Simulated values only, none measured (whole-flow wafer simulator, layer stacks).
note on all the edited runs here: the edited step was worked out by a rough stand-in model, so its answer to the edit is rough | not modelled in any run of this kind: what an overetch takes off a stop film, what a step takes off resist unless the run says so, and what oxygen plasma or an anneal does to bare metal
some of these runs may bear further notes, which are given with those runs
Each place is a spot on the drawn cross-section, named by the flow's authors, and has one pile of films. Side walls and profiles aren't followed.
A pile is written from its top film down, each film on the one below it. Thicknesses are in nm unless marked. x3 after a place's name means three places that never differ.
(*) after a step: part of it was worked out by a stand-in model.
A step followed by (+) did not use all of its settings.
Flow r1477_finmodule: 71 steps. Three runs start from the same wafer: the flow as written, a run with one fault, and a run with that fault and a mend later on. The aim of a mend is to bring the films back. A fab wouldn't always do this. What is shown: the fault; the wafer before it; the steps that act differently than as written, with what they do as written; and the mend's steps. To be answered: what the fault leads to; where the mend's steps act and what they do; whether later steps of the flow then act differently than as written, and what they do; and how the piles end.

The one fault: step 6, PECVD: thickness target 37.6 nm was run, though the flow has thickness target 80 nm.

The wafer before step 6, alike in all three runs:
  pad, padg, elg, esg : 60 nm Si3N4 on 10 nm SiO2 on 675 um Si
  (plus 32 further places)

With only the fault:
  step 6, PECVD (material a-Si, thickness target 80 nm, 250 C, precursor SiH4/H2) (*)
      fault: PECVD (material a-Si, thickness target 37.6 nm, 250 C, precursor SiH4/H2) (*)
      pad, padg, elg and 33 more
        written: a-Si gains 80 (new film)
        fault: a-Si gains 37.6 (new film)
  Later steps of the flow acting differently than as written (not shown: 2 more steps that differ only slightly, by at most 2% or 0.5 nm, whichever is larger):
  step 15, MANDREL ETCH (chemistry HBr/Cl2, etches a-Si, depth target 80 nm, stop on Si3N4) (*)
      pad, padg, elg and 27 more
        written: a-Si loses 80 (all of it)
        fault: a-Si loses 37.6 (all of it)
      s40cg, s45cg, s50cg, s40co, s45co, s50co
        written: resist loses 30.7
        fault: resist loses 21.6
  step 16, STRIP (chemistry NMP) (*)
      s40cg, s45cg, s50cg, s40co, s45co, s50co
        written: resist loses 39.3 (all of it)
        fault: resist loses 48.4 (all of it)
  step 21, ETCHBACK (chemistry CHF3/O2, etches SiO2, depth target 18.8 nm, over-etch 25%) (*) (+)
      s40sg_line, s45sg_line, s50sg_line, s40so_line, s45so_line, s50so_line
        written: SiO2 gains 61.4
        fault: SiO2 gains 19
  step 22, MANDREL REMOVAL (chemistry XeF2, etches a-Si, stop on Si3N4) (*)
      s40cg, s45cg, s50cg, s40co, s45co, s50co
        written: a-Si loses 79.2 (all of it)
        fault: a-Si loses 36.8 (all of it)
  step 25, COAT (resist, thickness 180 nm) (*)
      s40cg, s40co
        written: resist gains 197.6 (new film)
        fault: resist gains 187 (new film)
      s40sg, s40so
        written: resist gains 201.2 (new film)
        fault: resist gains 190.6 (new film)
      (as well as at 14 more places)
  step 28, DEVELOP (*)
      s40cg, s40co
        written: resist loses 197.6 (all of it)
        fault: resist loses 187 (all of it)
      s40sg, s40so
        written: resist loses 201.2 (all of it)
        fault: resist loses 190.6 (all of it)
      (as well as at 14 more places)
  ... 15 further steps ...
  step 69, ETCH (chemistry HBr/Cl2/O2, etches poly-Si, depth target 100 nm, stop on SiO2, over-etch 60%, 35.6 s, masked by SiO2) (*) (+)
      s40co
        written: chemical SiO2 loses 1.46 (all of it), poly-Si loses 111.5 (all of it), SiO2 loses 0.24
        fault: chemical SiO2 loses 1.4 (all of it), poly-Si loses 142 (all of it), SiO2 loses 0.09
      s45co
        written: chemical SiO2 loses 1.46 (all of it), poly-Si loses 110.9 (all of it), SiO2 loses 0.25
        fault: chemical SiO2 loses 1.4 (all of it), poly-Si loses 142 (all of it), SiO2 loses 0.09
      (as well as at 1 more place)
  At pad, padg, elg and 27 more, the piles at the end differ from the flow's by more than 2% or 0.5 nm, whichever is larger.
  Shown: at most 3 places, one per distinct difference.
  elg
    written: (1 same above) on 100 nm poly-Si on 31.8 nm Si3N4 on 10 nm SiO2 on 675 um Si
    fault: (1 same above) on 100 nm poly-Si on 3 nm SiO2 on 674.99 um Si
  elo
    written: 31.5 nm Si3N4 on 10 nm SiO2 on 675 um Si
    fault: 2.58 nm SiO2 on 674.99 um Si
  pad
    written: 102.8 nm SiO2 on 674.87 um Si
    fault: 80 nm SiO2 on 674.87 um Si

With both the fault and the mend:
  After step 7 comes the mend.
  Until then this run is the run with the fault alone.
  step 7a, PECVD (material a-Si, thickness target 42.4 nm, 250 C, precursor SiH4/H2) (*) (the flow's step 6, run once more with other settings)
      pad, padg, elg and 33 more
        a-Si gains 42.4
  Later steps of the flow that are run all act as written at every place that is followed.
  By the end, the piles equal the flow's at every place that both follow.
